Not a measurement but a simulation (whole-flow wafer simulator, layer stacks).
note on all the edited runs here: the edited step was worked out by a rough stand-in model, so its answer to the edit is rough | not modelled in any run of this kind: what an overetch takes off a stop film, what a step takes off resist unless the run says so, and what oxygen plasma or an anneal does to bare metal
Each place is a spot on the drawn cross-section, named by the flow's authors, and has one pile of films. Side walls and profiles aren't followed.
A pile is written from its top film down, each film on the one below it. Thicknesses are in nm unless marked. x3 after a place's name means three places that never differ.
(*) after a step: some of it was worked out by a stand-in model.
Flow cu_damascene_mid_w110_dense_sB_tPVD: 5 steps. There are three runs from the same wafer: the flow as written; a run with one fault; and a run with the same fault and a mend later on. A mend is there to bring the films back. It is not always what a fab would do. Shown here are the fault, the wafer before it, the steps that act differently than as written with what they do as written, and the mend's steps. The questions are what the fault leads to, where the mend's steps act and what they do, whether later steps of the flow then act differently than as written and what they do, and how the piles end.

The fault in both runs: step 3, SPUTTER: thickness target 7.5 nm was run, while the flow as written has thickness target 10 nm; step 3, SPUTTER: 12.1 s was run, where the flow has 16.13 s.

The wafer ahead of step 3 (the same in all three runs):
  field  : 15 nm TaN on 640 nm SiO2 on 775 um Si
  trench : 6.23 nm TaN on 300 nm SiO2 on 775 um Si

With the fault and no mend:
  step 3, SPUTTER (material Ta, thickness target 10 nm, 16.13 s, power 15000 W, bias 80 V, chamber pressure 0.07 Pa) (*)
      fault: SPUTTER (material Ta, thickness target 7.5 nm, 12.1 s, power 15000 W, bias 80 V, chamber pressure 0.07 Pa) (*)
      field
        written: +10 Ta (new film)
        fault: +7.5 Ta (new film)
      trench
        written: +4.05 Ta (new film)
        fault: +3.03 Ta (new film)
  None of the later steps of the flow differs from how it acts as written, at any place that is followed, by more than 2% or 0.5 nm, whichever is larger.
  The piles end different from the flow's at field, trench by more than 2% or 0.5 nm, whichever is larger.
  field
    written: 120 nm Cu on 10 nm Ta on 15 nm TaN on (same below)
    fault: 120 nm Cu on 7.5 nm Ta on 15 nm TaN on (same below)
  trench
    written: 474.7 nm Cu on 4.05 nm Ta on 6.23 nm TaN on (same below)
    fault: 473.2 nm Cu on 3.03 nm Ta on 6.23 nm TaN on (same below)

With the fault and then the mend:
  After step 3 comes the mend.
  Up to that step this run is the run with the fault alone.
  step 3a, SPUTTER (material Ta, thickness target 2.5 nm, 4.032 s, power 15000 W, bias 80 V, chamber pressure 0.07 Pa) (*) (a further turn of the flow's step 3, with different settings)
      field
        +2.5 Ta
      trench
        +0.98 Ta
  None of the later steps of the flow differs from how it acts as written, at any place that is followed, by more than 2% or 0.5 nm, whichever is larger.
  When the end is reached, the piles differ only a little from the flow's at the places that both follow, at most by 2% or 0.5 nm, whichever is larger.
